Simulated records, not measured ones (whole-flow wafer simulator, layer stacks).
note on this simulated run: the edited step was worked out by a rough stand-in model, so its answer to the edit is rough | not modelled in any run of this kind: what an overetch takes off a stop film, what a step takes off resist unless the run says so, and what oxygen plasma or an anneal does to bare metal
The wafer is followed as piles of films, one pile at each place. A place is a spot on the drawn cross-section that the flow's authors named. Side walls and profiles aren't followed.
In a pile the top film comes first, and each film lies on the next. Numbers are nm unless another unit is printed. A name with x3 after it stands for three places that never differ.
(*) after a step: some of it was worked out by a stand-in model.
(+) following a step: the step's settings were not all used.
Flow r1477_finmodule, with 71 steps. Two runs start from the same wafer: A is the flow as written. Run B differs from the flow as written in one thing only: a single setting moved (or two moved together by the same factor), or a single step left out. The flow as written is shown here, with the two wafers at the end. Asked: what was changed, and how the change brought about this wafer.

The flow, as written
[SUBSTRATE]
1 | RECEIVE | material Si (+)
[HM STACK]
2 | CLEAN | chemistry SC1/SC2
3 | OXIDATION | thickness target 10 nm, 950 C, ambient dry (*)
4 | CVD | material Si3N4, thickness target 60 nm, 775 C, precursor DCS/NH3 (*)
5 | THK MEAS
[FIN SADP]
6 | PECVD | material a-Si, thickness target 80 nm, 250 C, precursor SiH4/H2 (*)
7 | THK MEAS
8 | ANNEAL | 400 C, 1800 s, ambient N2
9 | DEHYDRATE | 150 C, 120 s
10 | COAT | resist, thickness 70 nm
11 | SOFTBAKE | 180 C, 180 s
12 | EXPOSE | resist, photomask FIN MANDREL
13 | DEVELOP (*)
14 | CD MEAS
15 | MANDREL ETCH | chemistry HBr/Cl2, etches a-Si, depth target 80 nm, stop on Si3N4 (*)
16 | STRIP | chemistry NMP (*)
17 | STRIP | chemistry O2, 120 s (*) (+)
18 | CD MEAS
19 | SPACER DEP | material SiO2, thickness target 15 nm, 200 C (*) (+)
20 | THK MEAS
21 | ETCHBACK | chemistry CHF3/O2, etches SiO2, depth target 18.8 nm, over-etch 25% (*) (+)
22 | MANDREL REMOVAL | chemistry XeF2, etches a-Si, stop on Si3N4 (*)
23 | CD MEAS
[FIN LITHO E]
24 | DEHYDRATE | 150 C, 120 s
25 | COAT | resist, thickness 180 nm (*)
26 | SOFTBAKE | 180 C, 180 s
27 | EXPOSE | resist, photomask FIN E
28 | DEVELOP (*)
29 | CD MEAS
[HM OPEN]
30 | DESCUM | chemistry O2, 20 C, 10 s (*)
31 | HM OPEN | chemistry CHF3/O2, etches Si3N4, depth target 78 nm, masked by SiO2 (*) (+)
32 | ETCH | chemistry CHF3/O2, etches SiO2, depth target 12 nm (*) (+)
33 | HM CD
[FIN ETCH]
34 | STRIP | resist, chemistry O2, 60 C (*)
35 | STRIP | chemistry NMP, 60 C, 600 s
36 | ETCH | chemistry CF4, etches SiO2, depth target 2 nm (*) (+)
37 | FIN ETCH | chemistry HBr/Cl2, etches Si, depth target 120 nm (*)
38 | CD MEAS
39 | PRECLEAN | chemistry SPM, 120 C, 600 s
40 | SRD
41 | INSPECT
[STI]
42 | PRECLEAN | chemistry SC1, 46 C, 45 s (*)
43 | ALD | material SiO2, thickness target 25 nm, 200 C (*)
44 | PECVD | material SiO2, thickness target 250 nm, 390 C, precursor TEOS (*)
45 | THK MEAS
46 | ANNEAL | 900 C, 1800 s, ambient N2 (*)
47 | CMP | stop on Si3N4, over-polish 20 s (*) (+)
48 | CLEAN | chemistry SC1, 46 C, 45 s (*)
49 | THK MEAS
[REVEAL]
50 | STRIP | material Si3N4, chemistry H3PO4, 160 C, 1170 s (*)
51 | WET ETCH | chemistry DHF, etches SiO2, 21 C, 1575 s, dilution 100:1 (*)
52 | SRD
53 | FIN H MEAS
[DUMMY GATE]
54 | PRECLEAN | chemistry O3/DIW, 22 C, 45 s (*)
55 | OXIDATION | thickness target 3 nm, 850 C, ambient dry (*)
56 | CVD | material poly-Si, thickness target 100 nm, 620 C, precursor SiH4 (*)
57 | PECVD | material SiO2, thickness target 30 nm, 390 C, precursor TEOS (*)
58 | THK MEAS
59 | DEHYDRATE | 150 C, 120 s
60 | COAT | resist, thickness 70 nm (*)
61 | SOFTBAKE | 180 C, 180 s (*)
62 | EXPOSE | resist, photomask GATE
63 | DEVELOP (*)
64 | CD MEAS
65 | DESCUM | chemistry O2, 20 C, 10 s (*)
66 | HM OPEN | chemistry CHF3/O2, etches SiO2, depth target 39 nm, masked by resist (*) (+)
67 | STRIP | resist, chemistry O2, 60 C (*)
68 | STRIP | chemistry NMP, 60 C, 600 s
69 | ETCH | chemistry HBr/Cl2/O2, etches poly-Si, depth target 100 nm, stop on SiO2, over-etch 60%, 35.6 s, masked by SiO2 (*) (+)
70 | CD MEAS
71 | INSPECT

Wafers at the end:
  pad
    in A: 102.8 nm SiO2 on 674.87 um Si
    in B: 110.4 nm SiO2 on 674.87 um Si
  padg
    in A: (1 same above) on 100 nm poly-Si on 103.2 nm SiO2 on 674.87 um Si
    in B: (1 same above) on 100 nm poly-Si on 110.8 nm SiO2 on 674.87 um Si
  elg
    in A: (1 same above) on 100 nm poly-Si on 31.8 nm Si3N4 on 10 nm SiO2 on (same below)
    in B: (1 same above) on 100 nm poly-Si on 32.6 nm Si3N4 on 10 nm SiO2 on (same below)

Cause: step 51, WET ETCH: 18.75 C was run, whereas the flow has 21 C.

The path from the change to this, step by step:
  51 | WET ETCH | chemistry DHF, etches SiO2, 21 C, 1575 s, dilution 100:1 (*)
      pad, padg, e40sg and 12 more: A SiO2 loses 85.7 | B SiO2 loses 78.1
      elg, e40lg, e100lg, e200lg, elo, e40lo, e100lo, e200lo: A SiO2 loses 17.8 (all of it), Si3N4 loses 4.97 | B SiO2 loses 17.8 (all of it), Si3N4 loses 4.14
      (and at 7 other places as well)
  56 | CVD | material poly-Si, thickness target 100 nm, 620 C, precursor SiH4 (*)
      s40cg, s40co: A poly-Si gains 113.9 (new film) | B poly-Si gains 106.9 (new film)
      s45cg, s45co: A poly-Si gains 113.4 (new film) | B poly-Si gains 106.4 (new film)
      (and at 3 other places as well)
  60 | COAT | resist, thickness 70 nm (*)
      e40sg, eso, e40so: A resist gains 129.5 (new film) | B resist gains 123.1 (new film)
      e100sg, e100so: A resist gains 129.4 (new film) | B resist gains 123 (new film)
      (and at 8 other places as well)
  63 | DEVELOP (*)
      eso, e40so: A resist loses 129.5 (all of it) | B resist loses 123.1 (all of it)
      e100so: A resist loses 129.4 (all of it) | B resist loses 123 (all of it)
      (and at 4 other places as well)
  67 | STRIP | resist, chemistry O2, 60 C (*)
      e40sg: A resist loses 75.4 (all of it) | B resist loses 69 (all of it)
      e100sg: A resist loses 75.3 (all of it) | B resist loses 68.9 (all of it)
      (and at 4 other places as well)
  69 | ETCH | chemistry HBr/Cl2/O2, etches poly-Si, depth target 100 nm, stop on SiO2, over-etch 60%, 35.6 s, masked by SiO2 (*) (+)
      s40co: A chemical SiO2 loses 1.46 (all of it), poly-Si loses 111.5 (all of it), SiO2 loses 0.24 | B chemical SiO2 loses 1.42 (all of it), poly-Si loses 104.5 (all of it), SiO2 loses 0.28
      s45co: A chemical SiO2 loses 1.46 (all of it), poly-Si loses 110.9 (all of it), SiO2 loses 0.25 | B chemical SiO2 loses 1.42 (all of it), poly-Si loses 104 (all of it), SiO2 loses 0.28
      (and at 1 other place as well)
